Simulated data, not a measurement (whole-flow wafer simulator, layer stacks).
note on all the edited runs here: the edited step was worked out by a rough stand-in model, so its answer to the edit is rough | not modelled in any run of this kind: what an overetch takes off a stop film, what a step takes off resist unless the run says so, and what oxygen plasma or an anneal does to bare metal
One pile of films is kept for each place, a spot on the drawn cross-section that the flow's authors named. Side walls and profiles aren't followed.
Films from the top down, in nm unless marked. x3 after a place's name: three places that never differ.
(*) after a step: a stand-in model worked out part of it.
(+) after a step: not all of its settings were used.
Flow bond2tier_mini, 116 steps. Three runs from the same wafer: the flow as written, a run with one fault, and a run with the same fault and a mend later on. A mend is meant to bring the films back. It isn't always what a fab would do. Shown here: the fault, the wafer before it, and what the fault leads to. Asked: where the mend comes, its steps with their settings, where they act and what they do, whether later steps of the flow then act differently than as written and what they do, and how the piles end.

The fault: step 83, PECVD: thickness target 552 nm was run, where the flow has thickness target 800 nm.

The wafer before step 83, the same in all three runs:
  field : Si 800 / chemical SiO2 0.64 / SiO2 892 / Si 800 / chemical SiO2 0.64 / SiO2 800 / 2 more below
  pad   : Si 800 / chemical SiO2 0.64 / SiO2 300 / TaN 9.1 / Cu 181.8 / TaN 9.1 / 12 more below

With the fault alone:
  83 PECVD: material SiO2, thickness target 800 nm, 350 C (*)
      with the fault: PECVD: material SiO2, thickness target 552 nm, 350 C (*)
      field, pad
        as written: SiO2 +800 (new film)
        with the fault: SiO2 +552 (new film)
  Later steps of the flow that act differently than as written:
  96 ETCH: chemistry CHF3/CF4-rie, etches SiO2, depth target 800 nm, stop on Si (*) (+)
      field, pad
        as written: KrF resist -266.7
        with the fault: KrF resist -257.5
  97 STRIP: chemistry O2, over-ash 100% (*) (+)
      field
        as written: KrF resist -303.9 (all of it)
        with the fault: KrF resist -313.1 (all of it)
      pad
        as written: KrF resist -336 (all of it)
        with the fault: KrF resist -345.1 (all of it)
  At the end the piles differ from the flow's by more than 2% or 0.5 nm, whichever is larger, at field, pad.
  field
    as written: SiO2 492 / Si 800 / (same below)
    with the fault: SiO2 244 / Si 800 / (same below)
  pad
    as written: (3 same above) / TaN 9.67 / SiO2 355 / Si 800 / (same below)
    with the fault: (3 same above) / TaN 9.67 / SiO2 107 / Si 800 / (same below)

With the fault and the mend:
  The mend comes after step 88.
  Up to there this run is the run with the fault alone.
  88a STRIP: chemistry O2, over-ash 100% (+)
      field
        KrF resist -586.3 (all of it)
  88b PECVD: material SiO2, thickness target 248 nm, 350 C (the flow's step 83 once more, with other settings)
      field, pad
        SiO2 +248
  88c COAT: KrF resist, thickness 600 nm (the flow's step 84 once more)
      field, pad
        KrF resist +600 (new film)
  88d SOFTBAKE: KrF resist (the flow's step 85 once more)
      changes no film at any place that is followed
  88e EXPOSE: photomask T3TRIM, NA 0.6 (the flow's step 86 once more)
      changes no film at any place that is followed
  88f PEB: KrF resist (the flow's step 87 once more)
      changes no film at any place that is followed
  88g DEVELOP: developer TMAH-0.26N, 60 s (the flow's step 88 once more)
      field
        KrF resist -13.7
      pad
        KrF resist -600 (all of it)
  No later step of the flow acts differently than as written at any place that is followed.
  At the end the piles are the same as the flow's at every place that both follow.
